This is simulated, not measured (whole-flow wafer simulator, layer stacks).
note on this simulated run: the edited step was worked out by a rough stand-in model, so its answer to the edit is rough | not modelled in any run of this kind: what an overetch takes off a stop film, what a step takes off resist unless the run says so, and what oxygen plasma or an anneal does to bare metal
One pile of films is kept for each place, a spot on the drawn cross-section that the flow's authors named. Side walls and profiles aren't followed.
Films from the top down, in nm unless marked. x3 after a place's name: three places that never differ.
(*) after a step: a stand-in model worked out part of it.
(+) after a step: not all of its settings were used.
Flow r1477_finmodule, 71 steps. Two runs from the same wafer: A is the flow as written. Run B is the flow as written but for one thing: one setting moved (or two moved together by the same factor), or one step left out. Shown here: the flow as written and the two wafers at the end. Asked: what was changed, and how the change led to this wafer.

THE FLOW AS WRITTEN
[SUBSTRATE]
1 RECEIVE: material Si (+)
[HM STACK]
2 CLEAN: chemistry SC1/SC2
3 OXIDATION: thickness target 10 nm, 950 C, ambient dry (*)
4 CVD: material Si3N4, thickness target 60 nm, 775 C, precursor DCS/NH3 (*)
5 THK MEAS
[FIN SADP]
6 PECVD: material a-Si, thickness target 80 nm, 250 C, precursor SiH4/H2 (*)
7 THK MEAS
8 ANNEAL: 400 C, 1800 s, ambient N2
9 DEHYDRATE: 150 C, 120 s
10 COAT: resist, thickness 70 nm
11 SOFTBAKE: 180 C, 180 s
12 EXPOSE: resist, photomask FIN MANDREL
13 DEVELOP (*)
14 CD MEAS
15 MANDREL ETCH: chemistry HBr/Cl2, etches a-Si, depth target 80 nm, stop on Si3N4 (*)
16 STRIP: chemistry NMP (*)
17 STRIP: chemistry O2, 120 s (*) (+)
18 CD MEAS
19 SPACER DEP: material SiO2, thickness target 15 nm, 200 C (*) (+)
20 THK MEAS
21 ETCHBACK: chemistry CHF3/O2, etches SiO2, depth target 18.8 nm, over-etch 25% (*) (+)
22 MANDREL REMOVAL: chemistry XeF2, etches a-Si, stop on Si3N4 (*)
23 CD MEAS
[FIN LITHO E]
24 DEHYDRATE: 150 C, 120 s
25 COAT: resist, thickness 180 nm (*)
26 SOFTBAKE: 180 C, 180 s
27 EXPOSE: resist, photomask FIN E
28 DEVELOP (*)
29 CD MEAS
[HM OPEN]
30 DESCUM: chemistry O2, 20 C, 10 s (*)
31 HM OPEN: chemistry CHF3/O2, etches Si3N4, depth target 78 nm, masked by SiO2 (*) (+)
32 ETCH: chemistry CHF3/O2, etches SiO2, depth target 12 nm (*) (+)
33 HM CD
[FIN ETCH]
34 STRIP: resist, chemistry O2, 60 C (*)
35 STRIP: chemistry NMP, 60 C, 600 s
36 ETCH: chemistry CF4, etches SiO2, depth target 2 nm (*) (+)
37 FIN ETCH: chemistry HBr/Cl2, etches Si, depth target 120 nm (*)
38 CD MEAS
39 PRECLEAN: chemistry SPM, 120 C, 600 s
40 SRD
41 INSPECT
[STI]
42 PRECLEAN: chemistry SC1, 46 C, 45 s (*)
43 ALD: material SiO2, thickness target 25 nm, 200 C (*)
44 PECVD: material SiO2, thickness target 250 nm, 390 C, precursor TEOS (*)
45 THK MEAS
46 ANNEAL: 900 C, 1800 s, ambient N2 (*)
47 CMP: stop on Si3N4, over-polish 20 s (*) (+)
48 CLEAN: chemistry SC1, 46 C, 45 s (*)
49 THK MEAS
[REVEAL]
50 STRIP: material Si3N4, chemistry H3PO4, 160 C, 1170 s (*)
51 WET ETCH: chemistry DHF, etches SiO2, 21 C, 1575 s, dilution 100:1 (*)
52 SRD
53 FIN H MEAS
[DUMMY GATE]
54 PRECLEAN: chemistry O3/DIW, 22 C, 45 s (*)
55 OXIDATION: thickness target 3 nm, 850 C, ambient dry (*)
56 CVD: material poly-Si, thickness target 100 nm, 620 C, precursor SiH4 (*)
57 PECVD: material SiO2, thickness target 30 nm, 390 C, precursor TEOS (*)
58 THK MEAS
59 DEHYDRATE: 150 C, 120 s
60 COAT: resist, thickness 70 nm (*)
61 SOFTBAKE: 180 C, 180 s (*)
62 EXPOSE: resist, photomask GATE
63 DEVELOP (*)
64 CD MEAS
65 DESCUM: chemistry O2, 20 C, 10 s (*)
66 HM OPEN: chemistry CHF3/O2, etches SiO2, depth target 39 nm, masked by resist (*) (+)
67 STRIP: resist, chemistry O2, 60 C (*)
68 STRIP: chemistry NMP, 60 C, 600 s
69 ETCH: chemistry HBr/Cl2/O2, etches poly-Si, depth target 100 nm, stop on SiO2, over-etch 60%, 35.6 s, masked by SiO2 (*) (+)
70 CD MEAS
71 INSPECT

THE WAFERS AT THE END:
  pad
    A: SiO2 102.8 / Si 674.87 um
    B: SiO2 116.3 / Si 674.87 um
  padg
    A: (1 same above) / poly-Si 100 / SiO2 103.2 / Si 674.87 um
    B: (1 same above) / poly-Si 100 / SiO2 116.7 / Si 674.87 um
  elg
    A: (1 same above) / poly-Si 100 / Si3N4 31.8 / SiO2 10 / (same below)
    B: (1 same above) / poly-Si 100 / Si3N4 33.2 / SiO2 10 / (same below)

The cause: step 51, WET ETCH: 16.86 C was run, where the flow has 21 C.

How the change led to this, step by step:
  51 WET ETCH: chemistry DHF, etches SiO2, 21 C, 1575 s, dilution 100:1 (*)
      pad, padg, e40sg and 12 more: A SiO2 -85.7 | B SiO2 -72.2
      elg, e40lg, e100lg, e200lg, elo, e40lo, e100lo, e200lo: A SiO2 -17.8 (all of it), Si3N4 -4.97 | B SiO2 -17.8 (all of it), Si3N4 -3.54
      (and at 7 more places)
  56 CVD: material poly-Si, thickness target 100 nm, 620 C, precursor SiH4 (*)
      s40cg, s40co: A poly-Si +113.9 (new film) | B poly-Si +101.5 (new film)
      s45cg, s45co: A poly-Si +113.4 (new film) | B poly-Si +100.9 (new film)
      (and at 3 more places)
  60 COAT: resist, thickness 70 nm (*)
      e40sg, eso, e40so: A resist +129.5 (new film) | B resist +118 (new film)
      e100sg, e100so: A resist +129.4 (new film) | B resist +118 (new film)
      (and at 8 more places)
  63 DEVELOP (*)
      eso, e40so: A resist -129.5 (all of it) | B resist -118 (all of it)
      e100so: A resist -129.4 (all of it) | B resist -118 (all of it)
      (and at 4 more places)
  67 STRIP: resist, chemistry O2, 60 C (*)
      e40lg, e100lg, e200lg: A resist -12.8 (all of it) | B resist -13.4 (all of it)
      e40sg: A resist -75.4 (all of it) | B resist -63.9 (all of it)
      (and at 6 more places)
  69 ETCH: chemistry HBr/Cl2/O2, etches poly-Si, depth target 100 nm, stop on SiO2, over-etch 60%, 35.6 s, masked by SiO2 (*) (+)
      s40co: A chemical SiO2 -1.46 (all of it), poly-Si -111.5 (all of it), SiO2 -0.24 | B chemical SiO2 -1.4 (all of it), poly-Si -99 (all of it), SiO2 -0.35
      s45co: A chemical SiO2 -1.46 (all of it), poly-Si -110.9 (all of it), SiO2 -0.25 | B chemical SiO2 -1.4 (all of it), poly-Si -98.5 (all of it), SiO2 -0.38
      (and at 1 more place)
